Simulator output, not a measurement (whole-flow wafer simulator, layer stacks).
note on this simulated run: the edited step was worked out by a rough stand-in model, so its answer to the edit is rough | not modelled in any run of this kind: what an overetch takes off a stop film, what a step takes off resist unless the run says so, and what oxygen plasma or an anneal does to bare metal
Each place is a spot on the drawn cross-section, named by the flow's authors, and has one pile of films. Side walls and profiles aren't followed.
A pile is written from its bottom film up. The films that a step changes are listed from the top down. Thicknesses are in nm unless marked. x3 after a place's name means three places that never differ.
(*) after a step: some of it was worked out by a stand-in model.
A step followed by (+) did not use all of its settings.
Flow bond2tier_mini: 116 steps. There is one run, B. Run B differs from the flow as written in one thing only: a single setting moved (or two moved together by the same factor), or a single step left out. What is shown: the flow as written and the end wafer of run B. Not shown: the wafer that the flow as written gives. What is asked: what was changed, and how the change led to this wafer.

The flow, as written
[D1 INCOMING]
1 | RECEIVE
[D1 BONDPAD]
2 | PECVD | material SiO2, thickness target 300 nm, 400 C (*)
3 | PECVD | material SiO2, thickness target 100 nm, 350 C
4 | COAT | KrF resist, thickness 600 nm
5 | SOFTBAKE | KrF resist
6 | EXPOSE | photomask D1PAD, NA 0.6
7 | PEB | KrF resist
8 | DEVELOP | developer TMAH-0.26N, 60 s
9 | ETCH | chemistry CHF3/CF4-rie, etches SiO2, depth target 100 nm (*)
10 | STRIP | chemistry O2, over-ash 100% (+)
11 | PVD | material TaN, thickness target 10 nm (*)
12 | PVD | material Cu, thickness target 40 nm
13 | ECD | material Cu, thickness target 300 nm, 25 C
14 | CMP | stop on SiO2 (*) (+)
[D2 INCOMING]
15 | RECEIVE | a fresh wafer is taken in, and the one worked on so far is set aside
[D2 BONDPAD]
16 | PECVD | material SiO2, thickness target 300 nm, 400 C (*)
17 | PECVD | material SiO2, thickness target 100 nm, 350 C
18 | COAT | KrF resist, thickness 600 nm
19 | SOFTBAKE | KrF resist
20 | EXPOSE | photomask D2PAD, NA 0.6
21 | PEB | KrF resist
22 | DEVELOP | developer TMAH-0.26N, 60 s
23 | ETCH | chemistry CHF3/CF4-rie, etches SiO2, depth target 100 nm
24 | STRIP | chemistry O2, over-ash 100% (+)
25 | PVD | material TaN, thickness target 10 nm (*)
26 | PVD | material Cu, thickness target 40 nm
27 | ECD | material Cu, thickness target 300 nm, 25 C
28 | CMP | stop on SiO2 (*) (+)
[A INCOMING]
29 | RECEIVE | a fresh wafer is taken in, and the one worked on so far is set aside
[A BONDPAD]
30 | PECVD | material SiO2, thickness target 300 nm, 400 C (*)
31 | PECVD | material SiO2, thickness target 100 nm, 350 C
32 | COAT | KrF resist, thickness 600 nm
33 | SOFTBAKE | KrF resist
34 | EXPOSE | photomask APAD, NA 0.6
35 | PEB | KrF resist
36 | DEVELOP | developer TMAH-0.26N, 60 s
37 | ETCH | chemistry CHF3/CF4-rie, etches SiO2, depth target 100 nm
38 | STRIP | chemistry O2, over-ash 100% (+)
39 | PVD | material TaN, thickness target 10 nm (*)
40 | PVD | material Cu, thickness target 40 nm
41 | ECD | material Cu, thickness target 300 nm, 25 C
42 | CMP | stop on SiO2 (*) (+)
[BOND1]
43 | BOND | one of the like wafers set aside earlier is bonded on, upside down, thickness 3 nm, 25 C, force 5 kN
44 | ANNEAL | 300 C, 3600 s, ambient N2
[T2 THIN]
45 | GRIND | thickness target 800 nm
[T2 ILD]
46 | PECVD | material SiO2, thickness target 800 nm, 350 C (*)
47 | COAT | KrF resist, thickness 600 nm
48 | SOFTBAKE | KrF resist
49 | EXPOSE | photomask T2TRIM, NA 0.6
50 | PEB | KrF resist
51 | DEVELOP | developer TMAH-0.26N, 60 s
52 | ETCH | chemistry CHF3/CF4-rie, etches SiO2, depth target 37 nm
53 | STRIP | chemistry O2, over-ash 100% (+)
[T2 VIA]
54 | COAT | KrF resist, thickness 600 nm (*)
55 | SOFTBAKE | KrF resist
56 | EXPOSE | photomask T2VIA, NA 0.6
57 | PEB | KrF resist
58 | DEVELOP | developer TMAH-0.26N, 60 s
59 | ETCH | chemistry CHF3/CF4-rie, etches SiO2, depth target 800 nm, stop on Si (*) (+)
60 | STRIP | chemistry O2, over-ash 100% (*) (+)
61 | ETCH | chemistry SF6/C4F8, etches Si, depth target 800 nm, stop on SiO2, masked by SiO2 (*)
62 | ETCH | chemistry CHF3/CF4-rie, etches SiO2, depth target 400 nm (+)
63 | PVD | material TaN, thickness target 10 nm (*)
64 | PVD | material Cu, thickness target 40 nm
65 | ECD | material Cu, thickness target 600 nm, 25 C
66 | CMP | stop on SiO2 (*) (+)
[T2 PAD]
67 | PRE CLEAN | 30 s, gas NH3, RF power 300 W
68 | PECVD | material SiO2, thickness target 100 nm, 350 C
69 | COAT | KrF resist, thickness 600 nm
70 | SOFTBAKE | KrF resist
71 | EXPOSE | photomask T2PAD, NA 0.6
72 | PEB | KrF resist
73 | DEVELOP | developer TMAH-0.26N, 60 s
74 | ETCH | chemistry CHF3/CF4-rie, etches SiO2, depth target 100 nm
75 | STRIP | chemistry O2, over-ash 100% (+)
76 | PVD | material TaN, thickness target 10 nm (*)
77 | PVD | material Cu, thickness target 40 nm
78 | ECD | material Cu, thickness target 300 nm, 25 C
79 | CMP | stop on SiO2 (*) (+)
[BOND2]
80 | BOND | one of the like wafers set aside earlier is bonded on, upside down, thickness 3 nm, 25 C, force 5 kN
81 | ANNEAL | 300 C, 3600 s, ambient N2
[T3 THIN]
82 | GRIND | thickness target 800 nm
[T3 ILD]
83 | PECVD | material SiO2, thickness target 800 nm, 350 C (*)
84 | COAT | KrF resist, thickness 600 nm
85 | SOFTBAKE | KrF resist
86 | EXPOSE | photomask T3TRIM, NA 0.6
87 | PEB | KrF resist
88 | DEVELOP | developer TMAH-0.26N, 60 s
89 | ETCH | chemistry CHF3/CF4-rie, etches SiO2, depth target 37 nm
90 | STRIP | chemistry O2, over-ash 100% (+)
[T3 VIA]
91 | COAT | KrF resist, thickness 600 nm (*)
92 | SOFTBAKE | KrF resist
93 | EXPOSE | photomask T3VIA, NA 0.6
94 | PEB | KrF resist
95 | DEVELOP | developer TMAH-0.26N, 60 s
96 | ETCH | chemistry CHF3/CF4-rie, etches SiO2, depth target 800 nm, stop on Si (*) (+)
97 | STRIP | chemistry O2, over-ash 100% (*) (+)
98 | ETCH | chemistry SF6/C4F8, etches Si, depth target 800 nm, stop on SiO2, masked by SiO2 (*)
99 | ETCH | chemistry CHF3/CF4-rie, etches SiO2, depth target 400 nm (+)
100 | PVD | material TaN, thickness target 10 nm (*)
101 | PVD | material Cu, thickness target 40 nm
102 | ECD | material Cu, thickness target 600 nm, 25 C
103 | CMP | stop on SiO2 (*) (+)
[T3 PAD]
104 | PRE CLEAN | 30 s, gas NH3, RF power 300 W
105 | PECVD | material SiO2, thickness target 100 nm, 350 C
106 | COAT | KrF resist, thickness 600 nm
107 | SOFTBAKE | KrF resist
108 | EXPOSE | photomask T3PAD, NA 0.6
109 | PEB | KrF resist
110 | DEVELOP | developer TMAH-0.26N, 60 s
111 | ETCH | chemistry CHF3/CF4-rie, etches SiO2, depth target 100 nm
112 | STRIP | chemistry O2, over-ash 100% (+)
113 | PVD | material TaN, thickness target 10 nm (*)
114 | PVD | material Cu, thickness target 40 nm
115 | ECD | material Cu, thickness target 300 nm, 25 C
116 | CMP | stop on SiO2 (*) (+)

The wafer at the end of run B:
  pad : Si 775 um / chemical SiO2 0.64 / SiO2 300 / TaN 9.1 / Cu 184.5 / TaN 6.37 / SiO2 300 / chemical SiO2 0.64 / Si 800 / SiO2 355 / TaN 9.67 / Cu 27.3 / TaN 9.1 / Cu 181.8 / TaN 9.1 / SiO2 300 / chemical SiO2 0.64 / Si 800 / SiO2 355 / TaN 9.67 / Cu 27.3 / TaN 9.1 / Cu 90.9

What caused this: step 11, PVD: thickness target 7 nm was run, though the flow has thickness target 10 nm.

How this came from the change, step by step:
  11 | PVD | material TaN, thickness target 10 nm (*)
      field: TaN gains 7 (new film) (in the flow as written it would be: TaN gains 10 (new film))
      pad: TaN gains 6.37 (new film) (in the flow as written it would be: TaN gains 9.1 (new film))
      (as well as at 1 more place)
  14 | CMP | stop on SiO2 (*) (+)
      field: Cu loses 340 (all of it), TaN loses 7 (all of it) (in the flow as written it would be: Cu loses 340 (all of it), TaN loses 10 (all of it))
  43 | BOND | one of the like wafers set aside earlier is bonded on, upside down, thickness 3 nm, 25 C, force 5 kN
      pad: Si gains 775 um (new film), chemical SiO2 gains 0.64 (new film), SiO2 gains 300 (new film), TaN gains 6.37 (new film), Cu gains 93.6 (in the flow as written it would be: Si gains 775 um (new film), chemical SiO2 gains 0.64 (new film), SiO2 gains 300 (new film), TaN gains 9.1 (new film), Cu gains 90.9)
      via: Si gains 775 um (new film), chemical SiO2 gains 0.64 (new film), SiO2 gains 300 (new film), TaN gains 6.98 (new film), Cu gains 93 (in the flow as written it would be: Si gains 775 um (new film), chemical SiO2 gains 0.64 (new film), SiO2 gains 300 (new film), TaN gains 9.97 (new film), Cu gains 90)
